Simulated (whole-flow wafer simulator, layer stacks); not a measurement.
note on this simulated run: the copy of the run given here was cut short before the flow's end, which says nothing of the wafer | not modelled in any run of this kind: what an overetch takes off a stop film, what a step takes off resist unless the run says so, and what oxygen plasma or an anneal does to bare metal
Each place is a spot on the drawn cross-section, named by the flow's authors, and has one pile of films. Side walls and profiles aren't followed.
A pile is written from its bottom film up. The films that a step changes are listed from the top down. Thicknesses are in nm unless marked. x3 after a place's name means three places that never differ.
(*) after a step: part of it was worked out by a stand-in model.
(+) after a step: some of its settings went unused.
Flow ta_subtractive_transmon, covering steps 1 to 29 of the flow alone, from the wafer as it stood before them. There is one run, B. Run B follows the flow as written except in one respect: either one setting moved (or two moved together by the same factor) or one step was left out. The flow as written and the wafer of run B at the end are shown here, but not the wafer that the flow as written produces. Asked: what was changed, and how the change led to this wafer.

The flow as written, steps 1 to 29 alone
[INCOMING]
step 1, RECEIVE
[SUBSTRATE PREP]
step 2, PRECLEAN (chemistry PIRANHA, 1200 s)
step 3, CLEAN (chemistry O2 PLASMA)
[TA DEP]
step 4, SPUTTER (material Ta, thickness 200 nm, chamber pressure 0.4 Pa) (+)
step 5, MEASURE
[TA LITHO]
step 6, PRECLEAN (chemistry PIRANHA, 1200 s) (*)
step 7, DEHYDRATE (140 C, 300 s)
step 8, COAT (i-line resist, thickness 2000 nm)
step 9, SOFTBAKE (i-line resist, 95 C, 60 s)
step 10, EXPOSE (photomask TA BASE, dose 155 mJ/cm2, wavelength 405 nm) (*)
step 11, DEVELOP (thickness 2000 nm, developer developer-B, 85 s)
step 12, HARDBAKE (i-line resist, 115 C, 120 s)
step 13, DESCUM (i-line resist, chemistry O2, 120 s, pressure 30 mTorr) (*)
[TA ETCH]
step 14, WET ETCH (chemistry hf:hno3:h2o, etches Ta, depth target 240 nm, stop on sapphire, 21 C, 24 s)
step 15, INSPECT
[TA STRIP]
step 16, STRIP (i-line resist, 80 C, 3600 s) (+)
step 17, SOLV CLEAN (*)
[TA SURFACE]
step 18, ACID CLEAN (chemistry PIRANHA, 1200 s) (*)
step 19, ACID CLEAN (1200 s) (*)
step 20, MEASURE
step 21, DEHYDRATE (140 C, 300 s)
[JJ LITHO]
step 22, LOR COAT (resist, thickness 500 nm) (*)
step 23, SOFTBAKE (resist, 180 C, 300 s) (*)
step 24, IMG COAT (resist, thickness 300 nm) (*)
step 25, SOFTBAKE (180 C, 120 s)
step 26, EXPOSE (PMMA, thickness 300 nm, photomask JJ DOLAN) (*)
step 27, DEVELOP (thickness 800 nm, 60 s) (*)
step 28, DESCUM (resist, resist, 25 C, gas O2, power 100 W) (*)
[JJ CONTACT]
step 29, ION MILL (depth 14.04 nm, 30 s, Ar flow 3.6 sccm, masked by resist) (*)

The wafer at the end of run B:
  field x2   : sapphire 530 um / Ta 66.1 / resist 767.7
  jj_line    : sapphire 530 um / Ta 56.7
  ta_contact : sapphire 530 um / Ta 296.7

The reason: step 4, SPUTTER: thickness 306.4 nm was run, while the flow as written has thickness 200 nm.

The path from the change to this, step by step:
  step 4, SPUTTER (material Ta, thickness 200 nm, chamber pressure 0.4 Pa) (+)
      field x2, jj_line, lead, ta_contact, ta_pad: Ta gains 306.4 (new film) (as written it would have been: Ta gains 200 (new film))
  step 14, WET ETCH (chemistry hf:hno3:h2o, etches Ta, depth target 240 nm, stop on sapphire, 21 C, 24 s)
      field x2, jj_line, lead: Ta loses 240 (as written it would have been: Ta loses 200 (all of it))
  step 22, LOR COAT (resist, thickness 500 nm) (*)
      ta_contact: resist gains 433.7 (new film) (as written it would have been: resist gains 443.8 (new film))
  step 29, ION MILL (depth 14.04 nm, 30 s, Ar flow 3.6 sccm, masked by resist) (*)
      jj_line, lead: Ta loses 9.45 (as written it would have been: sapphire loses 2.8)
With metal films that touch counted as one body, field x2 has 1 body; the flow as written gives 0 bodies.
With metal films that touch counted as one body, jj_line has 1 body; the flow as written gives 0 bodies.
